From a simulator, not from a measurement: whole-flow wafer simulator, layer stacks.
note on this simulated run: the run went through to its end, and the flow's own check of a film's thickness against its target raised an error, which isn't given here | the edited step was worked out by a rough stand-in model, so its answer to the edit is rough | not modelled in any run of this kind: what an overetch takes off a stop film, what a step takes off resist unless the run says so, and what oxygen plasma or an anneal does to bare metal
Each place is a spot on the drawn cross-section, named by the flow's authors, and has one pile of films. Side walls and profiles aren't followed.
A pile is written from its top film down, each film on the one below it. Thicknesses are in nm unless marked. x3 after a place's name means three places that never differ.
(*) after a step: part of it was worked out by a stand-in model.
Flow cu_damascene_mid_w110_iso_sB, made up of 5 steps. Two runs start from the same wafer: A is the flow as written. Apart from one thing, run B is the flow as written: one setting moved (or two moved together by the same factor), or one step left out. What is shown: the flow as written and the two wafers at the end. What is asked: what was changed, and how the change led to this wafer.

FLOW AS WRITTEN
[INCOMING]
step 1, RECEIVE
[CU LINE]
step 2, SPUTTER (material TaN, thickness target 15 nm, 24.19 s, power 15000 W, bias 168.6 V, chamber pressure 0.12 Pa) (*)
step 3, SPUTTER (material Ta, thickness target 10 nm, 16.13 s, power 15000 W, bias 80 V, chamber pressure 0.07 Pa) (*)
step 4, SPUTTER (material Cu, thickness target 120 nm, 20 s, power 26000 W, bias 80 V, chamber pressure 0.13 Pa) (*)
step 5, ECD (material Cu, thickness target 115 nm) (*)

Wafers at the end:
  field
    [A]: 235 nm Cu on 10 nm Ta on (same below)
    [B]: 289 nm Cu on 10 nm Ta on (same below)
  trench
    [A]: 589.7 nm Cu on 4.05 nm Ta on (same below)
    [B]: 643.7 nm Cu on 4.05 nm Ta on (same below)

The reason: step 4, SPUTTER: thickness target 174 nm was run, though the flow has thickness target 120 nm; step 4, SPUTTER: 29 s was run, where the flow has 20 s.

How this came from the change, step by step:
  step 4, SPUTTER (material Cu, thickness target 120 nm, 20 s, power 26000 W, bias 80 V, chamber pressure 0.13 Pa) (*)
      field: A Cu gains 120 (new film) | B Cu gains 174 (new film)
      trench: A Cu gains 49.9 (new film) | B Cu gains 72.4 (new film)
  step 5, ECD (material Cu, thickness target 115 nm) (*)
      trench: A Cu gains 539.8 | B Cu gains 571.3
